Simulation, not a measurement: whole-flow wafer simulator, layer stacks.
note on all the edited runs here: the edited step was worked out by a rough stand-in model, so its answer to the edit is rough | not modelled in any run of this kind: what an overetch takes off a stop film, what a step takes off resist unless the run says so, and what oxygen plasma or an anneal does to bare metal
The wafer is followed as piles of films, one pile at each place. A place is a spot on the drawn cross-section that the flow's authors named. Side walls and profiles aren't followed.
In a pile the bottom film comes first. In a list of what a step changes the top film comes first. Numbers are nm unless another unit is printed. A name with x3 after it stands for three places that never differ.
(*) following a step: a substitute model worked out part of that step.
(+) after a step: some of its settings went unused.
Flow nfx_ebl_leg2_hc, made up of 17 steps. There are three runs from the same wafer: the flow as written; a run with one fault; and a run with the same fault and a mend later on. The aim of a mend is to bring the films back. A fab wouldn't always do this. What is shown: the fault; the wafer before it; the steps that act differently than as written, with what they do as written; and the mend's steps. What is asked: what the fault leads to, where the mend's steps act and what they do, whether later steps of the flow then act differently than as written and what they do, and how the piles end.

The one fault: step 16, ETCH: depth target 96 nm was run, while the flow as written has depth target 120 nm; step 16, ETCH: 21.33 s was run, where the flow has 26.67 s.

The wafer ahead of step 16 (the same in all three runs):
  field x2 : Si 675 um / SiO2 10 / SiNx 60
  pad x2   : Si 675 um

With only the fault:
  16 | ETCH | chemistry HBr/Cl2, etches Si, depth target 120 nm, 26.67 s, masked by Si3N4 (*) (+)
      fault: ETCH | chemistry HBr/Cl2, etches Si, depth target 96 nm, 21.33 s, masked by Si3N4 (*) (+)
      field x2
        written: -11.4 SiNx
        fault: -9.14 SiNx
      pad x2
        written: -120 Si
        fault: -96 Si
  Every later step of the flow that is run acts as written at every place that is followed.
  At field x2, the piles at the end differ from the flow's by more than 2% or 0.5 nm, whichever is larger.
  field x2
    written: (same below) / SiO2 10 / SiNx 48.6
    fault: (same below) / SiO2 10 / SiNx 50.9

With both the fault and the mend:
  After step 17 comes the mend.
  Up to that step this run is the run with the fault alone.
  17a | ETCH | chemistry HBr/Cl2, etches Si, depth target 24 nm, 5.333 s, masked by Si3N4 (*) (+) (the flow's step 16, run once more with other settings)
      field x2
        -2.29 SiNx
      pad x2
        -24 Si
  Every later step of the flow that is run acts as written at every place that is followed.
  At every place that both follow, the piles at the end match the flow's.
